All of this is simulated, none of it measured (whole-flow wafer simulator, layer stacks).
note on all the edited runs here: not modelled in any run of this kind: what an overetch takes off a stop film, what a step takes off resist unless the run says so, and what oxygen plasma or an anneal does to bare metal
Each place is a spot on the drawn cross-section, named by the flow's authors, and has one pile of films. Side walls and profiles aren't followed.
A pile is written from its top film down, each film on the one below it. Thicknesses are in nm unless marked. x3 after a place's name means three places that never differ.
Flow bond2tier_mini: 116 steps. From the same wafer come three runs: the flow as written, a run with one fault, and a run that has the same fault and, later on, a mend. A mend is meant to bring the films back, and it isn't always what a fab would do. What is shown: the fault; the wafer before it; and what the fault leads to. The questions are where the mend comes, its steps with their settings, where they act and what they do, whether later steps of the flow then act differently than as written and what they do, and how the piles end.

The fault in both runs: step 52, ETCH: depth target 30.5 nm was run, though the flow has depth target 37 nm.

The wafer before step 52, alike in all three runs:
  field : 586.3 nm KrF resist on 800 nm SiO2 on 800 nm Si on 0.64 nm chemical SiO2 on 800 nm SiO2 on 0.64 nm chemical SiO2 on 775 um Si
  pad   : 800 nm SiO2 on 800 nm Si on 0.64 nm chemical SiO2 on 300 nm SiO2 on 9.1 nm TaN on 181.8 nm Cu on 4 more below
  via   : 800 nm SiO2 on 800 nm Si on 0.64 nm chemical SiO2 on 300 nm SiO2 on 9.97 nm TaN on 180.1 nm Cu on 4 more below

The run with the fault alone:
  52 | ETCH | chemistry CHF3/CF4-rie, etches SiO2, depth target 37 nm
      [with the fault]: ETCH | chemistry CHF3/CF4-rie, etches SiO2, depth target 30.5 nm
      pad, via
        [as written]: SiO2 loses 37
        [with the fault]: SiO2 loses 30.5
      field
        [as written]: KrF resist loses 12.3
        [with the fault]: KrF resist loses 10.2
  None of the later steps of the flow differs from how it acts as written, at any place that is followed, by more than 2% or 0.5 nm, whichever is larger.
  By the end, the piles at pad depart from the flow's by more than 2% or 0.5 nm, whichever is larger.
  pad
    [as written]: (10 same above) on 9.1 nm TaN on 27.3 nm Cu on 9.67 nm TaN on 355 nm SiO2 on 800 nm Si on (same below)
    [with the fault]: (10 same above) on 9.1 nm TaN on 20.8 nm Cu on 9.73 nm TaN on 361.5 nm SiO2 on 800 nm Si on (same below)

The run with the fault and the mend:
  The mend stands after step 52.
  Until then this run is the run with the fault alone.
  52a | ETCH | chemistry CHF3/CF4-rie, etches SiO2, depth target 6.5 nm (the flow's step 52 again, with other settings)
      pad, via
        SiO2 loses 6.5
      field
        KrF resist loses 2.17
  None of the later steps of the flow acts differently than as written at any place that is followed.
  The piles end the same as the flow's at every place that both follow.
